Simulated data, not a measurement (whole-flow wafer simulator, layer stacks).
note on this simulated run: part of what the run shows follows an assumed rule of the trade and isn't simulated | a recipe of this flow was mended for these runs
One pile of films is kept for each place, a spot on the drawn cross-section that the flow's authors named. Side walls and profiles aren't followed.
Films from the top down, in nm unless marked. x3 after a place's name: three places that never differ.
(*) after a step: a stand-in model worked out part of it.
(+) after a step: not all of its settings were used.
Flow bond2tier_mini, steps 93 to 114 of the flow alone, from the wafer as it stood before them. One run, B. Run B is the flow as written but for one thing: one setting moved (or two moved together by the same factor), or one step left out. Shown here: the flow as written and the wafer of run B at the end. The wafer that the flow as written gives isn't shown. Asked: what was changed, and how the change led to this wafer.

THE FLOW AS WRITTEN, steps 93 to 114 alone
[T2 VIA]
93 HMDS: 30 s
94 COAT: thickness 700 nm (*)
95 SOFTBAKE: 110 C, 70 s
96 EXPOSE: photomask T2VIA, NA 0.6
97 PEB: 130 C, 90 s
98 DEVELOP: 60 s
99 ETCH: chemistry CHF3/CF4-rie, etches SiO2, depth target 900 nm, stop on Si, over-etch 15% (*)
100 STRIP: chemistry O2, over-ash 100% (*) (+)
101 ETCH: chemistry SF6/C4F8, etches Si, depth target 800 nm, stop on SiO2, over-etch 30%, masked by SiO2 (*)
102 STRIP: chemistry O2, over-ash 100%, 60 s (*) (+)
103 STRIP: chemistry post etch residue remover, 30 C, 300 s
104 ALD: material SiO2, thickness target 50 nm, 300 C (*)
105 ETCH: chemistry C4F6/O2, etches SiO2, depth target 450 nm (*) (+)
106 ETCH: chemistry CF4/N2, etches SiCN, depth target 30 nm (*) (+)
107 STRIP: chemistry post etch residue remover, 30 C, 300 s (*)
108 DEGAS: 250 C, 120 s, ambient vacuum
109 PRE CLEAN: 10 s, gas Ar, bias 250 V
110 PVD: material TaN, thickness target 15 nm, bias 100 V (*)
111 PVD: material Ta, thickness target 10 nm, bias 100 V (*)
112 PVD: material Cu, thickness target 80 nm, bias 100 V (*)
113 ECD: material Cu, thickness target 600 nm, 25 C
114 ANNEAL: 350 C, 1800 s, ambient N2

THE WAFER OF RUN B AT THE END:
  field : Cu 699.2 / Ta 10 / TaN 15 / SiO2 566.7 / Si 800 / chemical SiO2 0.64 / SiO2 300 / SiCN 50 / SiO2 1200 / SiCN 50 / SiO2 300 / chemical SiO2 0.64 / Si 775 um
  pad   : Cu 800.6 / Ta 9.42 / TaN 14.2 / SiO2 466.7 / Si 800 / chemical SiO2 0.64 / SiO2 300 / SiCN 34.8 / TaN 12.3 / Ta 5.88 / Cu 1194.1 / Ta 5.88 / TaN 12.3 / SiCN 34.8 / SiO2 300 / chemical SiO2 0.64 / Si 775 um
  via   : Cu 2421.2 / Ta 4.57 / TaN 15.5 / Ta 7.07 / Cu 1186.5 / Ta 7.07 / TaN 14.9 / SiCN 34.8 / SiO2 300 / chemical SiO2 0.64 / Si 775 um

The cause: step 112, PVD: thickness target 99.2 nm was run, where the flow has thickness target 80 nm.

How the change led to this, step by step:
  112 PVD: material Cu, thickness target 80 nm, bias 100 V (*)
      field: Cu +99.2 (new film) (as written it would be: Cu +80 (new film))
      pad: Cu +93.4 (new film) (as written it would be: Cu +75.3 (new film))
      (and at 1 more place)
